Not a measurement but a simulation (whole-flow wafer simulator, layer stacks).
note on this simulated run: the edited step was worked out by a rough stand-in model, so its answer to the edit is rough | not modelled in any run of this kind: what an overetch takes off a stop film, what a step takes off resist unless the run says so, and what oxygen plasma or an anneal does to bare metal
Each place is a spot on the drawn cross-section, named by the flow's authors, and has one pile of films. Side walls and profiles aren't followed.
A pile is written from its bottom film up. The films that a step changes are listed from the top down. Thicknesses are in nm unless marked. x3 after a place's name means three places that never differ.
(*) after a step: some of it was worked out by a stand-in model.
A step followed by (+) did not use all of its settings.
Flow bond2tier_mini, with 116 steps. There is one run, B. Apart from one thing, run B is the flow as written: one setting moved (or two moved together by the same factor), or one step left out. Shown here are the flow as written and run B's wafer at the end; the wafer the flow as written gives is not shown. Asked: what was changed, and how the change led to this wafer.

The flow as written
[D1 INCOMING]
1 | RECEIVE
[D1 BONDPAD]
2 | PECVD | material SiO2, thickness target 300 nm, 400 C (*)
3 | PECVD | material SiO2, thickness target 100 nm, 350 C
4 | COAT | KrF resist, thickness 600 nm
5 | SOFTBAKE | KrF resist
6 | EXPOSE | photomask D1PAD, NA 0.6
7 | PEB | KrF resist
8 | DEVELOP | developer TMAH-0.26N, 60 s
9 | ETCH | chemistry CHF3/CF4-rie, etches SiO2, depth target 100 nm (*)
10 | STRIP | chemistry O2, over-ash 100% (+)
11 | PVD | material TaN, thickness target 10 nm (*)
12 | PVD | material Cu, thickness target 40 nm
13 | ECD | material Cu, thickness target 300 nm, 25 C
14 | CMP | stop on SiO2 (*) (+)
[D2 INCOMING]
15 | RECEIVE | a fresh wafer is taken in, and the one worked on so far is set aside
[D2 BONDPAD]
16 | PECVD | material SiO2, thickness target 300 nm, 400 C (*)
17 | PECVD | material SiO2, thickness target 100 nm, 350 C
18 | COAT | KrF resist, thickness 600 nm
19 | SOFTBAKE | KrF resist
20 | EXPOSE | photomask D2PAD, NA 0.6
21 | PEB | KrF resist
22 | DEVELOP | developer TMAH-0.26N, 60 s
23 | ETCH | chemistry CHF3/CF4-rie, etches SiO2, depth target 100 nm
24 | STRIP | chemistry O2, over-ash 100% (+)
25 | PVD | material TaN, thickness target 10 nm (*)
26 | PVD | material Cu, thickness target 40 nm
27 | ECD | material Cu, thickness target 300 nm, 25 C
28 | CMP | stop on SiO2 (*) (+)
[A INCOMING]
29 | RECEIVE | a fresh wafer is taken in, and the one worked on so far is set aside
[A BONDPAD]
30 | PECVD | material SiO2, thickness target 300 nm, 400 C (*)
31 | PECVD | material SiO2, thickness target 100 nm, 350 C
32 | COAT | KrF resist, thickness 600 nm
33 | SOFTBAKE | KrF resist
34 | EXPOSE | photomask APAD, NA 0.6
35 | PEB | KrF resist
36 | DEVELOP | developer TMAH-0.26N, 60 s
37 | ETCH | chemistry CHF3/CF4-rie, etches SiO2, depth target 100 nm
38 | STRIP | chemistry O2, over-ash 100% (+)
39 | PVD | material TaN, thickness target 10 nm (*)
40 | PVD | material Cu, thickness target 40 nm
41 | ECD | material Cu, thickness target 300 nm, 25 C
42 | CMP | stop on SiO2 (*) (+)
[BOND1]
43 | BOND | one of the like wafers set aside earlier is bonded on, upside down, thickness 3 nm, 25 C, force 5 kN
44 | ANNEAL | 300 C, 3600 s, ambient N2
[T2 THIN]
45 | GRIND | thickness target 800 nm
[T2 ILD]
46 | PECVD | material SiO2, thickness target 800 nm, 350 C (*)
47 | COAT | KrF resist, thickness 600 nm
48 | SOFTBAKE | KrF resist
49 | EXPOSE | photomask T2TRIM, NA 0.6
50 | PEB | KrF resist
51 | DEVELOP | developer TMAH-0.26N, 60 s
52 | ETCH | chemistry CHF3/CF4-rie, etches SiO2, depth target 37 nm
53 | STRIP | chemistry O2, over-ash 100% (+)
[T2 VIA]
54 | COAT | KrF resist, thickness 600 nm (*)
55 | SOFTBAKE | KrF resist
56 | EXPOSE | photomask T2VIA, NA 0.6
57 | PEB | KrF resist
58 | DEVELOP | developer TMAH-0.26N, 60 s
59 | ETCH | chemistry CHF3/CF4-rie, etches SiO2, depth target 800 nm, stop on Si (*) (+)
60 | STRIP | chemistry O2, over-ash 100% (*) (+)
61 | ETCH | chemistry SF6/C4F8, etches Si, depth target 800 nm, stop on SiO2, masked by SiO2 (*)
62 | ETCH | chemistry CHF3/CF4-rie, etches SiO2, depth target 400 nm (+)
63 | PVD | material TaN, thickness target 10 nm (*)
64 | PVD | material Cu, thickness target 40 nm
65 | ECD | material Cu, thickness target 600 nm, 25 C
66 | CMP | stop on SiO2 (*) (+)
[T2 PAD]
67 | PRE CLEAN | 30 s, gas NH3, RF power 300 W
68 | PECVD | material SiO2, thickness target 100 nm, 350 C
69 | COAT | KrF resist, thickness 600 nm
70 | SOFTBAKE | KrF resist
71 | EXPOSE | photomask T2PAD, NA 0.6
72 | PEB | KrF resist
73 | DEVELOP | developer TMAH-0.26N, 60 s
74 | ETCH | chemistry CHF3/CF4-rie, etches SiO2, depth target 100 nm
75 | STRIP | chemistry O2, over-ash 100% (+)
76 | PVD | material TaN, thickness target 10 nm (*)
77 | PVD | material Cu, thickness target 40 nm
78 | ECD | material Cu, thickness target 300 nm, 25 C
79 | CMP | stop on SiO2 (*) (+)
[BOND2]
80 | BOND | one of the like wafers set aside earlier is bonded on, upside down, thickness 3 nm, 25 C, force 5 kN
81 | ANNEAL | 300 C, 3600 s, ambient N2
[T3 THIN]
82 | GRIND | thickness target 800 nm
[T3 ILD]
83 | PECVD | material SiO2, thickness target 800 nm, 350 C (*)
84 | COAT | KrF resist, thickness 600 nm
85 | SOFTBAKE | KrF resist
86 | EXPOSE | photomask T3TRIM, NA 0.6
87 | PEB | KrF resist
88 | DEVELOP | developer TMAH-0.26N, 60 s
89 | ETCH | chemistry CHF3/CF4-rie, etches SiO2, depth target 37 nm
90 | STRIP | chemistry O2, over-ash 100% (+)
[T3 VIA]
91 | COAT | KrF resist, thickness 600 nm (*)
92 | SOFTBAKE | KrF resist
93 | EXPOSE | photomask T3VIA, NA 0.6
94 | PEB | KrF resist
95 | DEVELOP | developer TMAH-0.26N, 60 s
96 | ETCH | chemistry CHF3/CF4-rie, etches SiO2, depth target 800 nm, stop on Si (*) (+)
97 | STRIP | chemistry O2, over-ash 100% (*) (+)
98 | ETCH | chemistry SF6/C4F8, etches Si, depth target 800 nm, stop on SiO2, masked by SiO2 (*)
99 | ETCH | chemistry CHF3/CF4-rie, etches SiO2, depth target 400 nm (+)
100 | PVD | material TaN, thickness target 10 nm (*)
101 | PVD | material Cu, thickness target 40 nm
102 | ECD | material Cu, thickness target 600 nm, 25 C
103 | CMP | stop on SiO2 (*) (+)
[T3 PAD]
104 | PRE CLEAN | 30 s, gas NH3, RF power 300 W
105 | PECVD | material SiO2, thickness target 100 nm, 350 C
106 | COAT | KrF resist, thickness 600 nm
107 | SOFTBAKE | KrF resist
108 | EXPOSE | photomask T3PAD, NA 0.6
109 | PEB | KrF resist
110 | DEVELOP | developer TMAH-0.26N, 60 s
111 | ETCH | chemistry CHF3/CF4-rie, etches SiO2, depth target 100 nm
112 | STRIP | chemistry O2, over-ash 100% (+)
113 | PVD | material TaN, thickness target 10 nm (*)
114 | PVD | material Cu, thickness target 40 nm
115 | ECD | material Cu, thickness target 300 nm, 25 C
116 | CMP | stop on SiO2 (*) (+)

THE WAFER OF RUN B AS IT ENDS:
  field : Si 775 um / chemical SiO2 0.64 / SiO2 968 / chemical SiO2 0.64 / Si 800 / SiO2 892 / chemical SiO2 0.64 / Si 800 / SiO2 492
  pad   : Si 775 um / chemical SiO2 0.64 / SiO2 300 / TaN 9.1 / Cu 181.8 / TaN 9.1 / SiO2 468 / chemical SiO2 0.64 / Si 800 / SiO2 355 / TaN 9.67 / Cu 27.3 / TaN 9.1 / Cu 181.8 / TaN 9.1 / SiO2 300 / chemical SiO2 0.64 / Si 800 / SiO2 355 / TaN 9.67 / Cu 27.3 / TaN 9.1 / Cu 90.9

What caused this: step 2, PECVD: thickness target 468 nm was run, whereas the flow has thickness target 300 nm.
The wafer lets one read it off: pad has SiO2 468, and step 2 as written asks for 300 nm.

How this came from the change, step by step:
  2 | PECVD | material SiO2, thickness target 300 nm, 400 C (*)
      field, pad, via: SiO2 gains 468 (new film) (as written it would have been: SiO2 gains 300 (new film))
  43 | BOND | one of the like wafers set aside earlier is bonded on, upside down, thickness 3 nm, 25 C, force 5 kN
      field: Si gains 775 um (new film), chemical SiO2 gains 0.64 (new film), SiO2 gains 568 (as written it would have been: Si gains 775 um (new film), chemical SiO2 gains 0.64 (new film), SiO2 gains 400)
      pad: Si gains 775 um (new film), chemical SiO2 gains 0.64 (new film), SiO2 gains 468 (new film), TaN gains 9.1 (new film), Cu gains 90.9 (as written it would have been: Si gains 775 um (new film), chemical SiO2 gains 0.64 (new film), SiO2 gains 300 (new film), TaN gains 9.1 (new film), Cu gains 90.9)
      (and at 1 other place as well)
